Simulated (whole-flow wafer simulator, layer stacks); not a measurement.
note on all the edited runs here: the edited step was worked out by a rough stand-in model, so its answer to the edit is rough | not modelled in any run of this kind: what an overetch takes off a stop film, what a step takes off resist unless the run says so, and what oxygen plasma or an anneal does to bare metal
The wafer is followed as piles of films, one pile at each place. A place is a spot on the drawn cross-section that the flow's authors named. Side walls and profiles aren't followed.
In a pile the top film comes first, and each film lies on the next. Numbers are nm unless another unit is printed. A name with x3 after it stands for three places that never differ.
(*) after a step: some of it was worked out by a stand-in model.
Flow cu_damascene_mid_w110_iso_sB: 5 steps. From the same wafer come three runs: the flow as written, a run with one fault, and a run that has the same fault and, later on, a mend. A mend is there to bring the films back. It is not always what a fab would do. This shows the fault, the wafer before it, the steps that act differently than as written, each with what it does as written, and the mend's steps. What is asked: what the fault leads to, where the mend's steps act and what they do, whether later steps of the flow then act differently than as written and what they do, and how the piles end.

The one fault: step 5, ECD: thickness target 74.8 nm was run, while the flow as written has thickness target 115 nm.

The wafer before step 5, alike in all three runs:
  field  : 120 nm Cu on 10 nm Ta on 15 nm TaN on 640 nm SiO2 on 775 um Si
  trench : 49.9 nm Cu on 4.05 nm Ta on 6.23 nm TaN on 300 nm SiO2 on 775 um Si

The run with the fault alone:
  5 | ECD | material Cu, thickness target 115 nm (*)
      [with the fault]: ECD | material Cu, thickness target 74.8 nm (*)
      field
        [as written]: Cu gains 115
        [with the fault]: Cu gains 74.8
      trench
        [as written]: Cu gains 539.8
        [with the fault]: Cu gains 499.6
  Later steps of the flow that are run all act as written at every place that is followed.
  The piles end different from the flow's at field, trench by more than 2% or 0.5 nm, whichever is larger.
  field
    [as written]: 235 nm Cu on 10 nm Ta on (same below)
    [with the fault]: 194.8 nm Cu on 10 nm Ta on (same below)
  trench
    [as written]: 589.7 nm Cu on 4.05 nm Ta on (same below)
    [with the fault]: 549.5 nm Cu on 4.05 nm Ta on (same below)

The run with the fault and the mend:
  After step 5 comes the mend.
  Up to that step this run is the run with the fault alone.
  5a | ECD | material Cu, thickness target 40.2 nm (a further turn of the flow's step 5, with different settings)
      field, trench
        Cu gains 40.2
  Later steps of the flow that are run all act as written at every place that is followed.
  The piles end the same as the flow's at every place that both follow.
